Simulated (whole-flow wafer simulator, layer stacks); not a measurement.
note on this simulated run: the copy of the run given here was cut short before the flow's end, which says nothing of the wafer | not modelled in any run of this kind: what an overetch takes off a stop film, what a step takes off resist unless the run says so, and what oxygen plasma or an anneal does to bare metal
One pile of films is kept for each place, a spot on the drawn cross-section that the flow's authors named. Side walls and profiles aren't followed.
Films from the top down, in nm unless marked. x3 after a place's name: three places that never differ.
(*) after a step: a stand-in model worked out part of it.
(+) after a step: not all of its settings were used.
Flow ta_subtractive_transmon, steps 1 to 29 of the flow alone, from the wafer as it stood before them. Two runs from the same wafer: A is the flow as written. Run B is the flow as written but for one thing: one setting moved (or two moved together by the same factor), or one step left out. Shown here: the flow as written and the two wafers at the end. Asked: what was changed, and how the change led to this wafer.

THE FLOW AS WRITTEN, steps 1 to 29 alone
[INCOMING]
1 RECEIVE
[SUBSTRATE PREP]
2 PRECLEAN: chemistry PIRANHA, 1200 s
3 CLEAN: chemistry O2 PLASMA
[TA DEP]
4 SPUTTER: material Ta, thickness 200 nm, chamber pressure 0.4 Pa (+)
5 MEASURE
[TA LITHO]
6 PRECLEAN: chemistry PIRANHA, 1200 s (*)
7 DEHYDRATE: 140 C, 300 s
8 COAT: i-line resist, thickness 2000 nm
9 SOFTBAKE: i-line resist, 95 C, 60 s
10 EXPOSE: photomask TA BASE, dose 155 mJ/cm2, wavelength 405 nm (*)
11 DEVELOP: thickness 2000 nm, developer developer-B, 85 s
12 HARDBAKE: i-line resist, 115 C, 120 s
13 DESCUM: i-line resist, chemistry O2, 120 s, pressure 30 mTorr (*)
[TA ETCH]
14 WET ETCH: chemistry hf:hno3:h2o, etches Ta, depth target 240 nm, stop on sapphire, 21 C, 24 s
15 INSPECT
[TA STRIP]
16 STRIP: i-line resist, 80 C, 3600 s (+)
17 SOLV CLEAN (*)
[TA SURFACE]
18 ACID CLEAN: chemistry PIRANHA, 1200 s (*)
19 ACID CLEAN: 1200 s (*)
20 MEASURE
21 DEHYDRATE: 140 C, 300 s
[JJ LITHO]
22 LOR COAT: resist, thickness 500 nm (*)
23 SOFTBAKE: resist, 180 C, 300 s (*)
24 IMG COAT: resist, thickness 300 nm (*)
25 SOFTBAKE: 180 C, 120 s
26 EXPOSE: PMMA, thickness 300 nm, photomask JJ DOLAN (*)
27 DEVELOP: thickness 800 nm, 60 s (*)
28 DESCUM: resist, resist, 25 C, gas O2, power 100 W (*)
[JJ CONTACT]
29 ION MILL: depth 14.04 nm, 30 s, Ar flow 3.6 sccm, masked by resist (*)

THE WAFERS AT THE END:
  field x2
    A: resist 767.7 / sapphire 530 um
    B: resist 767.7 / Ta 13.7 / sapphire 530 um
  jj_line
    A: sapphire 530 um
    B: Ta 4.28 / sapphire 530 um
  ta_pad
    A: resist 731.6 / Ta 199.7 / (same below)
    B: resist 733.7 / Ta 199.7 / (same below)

The cause: step 14, WET ETCH: 18.6 s was run, where the flow has 24 s.

How the change led to this, step by step:
  14 WET ETCH: chemistry hf:hno3:h2o, etches Ta, depth target 240 nm, stop on sapphire, 21 C, 24 s
      field x2, jj_line, lead: A Ta -200 (all of it) | B Ta -186
  29 ION MILL: depth 14.04 nm, 30 s, Ar flow 3.6 sccm, masked by resist (*)
      jj_line, lead: A sapphire -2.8 | B Ta -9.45
Counting metal films that touch as one body, field x2 has 1 body; the flow as written gives 0 bodies.
Counting metal films that touch as one body, jj_line has 1 body; the flow as written gives 0 bodies.
